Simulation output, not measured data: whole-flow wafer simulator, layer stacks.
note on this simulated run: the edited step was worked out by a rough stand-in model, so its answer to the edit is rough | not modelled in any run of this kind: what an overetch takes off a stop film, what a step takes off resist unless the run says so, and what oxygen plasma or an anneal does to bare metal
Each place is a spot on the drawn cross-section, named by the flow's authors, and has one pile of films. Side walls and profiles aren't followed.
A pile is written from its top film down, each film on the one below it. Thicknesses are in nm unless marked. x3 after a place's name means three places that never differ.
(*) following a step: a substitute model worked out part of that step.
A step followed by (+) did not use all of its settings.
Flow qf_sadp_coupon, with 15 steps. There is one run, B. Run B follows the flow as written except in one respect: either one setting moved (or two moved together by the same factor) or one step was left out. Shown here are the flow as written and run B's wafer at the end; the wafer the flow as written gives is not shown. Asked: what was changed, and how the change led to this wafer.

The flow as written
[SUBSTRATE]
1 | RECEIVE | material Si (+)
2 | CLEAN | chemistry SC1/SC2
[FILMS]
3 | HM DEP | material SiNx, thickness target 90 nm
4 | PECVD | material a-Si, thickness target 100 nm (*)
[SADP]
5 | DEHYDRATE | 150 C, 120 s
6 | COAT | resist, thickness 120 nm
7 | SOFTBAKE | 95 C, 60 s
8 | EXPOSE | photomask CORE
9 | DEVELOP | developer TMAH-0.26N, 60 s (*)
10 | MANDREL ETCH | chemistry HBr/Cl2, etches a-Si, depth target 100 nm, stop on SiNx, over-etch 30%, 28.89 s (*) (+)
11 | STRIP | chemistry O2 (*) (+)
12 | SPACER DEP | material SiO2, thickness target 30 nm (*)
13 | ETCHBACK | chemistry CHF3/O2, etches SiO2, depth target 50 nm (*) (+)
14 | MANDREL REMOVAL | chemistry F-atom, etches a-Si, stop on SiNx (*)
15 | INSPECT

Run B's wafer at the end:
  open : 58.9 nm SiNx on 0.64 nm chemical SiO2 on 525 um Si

Cause: step 4, PECVD: thickness target 45.7 nm was run, though the flow has thickness target 100 nm.

The path from the change to this, step by step:
  4 | PECVD | material a-Si, thickness target 100 nm (*)
      m, open: a-Si gains 45.7 (new film) (it would be, as written: a-Si gains 100 (new film))
  10 | MANDREL ETCH | chemistry HBr/Cl2, etches a-Si, depth target 100 nm, stop on SiNx, over-etch 30%, 28.89 s (*) (+)
      open: a-Si loses 45.7 (all of it), SiNx loses 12 (it would be, as written: a-Si loses 100 (all of it), SiNx loses 4.29)
  14 | MANDREL REMOVAL | chemistry F-atom, etches a-Si, stop on SiNx (*)
      m: a-Si loses 41.5 (all of it) (it would be, as written: a-Si loses 95.8 (all of it))
